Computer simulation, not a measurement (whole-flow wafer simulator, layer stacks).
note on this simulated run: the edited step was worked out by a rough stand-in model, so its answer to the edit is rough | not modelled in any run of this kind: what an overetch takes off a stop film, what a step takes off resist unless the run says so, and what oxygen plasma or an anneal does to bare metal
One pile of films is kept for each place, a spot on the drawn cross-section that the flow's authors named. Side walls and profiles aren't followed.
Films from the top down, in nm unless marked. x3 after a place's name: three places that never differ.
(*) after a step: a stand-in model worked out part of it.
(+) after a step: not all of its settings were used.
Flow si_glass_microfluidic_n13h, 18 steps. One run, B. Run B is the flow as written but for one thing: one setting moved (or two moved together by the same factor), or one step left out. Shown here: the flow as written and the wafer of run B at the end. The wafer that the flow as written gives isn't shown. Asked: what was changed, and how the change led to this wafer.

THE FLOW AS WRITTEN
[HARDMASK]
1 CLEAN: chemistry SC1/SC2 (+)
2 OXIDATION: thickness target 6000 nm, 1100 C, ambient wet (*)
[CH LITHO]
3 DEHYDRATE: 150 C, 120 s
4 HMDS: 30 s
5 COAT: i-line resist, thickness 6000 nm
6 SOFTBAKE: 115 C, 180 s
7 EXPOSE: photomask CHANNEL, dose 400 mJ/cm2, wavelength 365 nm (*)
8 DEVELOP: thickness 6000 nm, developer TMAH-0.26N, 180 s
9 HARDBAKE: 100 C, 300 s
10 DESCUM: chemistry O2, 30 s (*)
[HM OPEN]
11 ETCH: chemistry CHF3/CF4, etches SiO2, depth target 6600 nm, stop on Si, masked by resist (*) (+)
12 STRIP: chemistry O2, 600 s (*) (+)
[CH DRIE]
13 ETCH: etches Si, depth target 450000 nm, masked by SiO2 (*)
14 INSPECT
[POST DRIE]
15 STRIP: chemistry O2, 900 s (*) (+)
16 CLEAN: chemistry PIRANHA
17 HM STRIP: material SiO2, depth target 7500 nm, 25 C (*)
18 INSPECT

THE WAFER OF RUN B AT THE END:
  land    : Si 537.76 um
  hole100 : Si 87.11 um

The cause: step 2, OXIDATION: thickness target 5100 nm was run, where the flow has thickness target 6000 nm.

How the change led to this, step by step:
  2 OXIDATION: thickness target 6000 nm, 1100 C, ambient wet (*)
      land, hole100: SiO2 +5100 (new film), chemical SiO2 -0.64 (all of it), Si -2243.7 (as written it would be: SiO2 +6000 (new film), chemical SiO2 -0.64 (all of it), Si -2639.7)
  11 ETCH: chemistry CHF3/CF4, etches SiO2, depth target 6600 nm, stop on Si, masked by resist (*) (+)
      hole100: SiO2 -5100 (all of it) (as written it would be: SiO2 -6000 (all of it))
  17 HM STRIP: material SiO2, depth target 7500 nm, 25 C (*)
      land: SiO2 -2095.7 (all of it) (as written it would be: SiO2 -2995.7 (all of it))
